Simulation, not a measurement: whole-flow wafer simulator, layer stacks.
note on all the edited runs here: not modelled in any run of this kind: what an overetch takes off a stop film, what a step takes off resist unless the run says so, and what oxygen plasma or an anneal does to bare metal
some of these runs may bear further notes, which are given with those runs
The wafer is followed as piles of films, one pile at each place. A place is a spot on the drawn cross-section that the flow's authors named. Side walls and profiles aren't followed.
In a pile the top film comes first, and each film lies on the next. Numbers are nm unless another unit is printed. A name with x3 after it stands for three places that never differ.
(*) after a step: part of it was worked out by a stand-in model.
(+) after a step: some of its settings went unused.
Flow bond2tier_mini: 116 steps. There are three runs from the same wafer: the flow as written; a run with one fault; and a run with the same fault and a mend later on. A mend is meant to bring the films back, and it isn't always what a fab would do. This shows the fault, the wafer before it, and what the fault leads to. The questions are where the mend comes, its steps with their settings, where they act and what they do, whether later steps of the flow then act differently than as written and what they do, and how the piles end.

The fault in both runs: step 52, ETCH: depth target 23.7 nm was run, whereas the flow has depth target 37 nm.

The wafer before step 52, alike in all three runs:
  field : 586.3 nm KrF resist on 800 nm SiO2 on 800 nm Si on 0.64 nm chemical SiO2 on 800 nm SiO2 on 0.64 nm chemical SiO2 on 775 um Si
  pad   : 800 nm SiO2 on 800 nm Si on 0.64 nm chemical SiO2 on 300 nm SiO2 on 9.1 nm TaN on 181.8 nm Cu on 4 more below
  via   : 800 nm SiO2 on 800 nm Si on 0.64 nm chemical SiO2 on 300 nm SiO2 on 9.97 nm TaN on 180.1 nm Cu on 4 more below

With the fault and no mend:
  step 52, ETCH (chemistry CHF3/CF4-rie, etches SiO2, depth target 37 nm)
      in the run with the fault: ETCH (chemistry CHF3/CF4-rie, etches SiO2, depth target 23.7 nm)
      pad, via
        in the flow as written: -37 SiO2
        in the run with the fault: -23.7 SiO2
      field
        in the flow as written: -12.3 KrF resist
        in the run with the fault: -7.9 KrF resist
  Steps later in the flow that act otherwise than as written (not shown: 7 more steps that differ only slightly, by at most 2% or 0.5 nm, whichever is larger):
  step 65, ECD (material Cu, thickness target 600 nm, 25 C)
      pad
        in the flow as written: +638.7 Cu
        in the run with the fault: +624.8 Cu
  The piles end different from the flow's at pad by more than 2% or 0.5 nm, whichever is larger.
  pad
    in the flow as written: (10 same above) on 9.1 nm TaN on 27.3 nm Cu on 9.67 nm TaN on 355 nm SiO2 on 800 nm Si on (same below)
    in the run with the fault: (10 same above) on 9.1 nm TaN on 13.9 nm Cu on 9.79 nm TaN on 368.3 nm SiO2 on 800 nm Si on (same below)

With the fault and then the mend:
  After step 53 comes the mend.
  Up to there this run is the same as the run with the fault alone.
  step 53a, COAT (KrF resist, thickness 600 nm) (*) (the flow's step 47, run once more)
      field
        +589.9 KrF resist (new film)
      pad
        +610.5 KrF resist (new film)
      via
        +609.2 KrF resist (new film)
  step 53b, SOFTBAKE (KrF resist) (the flow's step 48, run once more)
      leaves every film unchanged at each place that is followed
  step 53c, EXPOSE (photomask T2TRIM, NA 0.6) (the flow's step 49, run once more)
      leaves every film unchanged at each place that is followed
  step 53d, PEB (KrF resist) (the flow's step 50, run once more)
      leaves every film unchanged at each place that is followed
  step 53e, DEVELOP (developer TMAH-0.26N, 60 s) (the flow's step 51, run once more)
      field
        -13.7 KrF resist
      pad
        -610.5 KrF resist (all of it)
      via
        -609.2 KrF resist (all of it)
  step 53f, ETCH (chemistry CHF3/CF4-rie, etches SiO2, depth target 13.3 nm) (the flow's step 52, run once more with other settings)
      pad, via
        -13.3 SiO2
      field
        -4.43 KrF resist
  step 53g, STRIP (chemistry O2, over-ash 100%) (+) (the flow's step 53, run once more)
      field
        -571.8 KrF resist (all of it)
  Every later step of the flow that is run acts as written at every place that is followed.
  At every place that both follow, the piles at the end match the flow's.
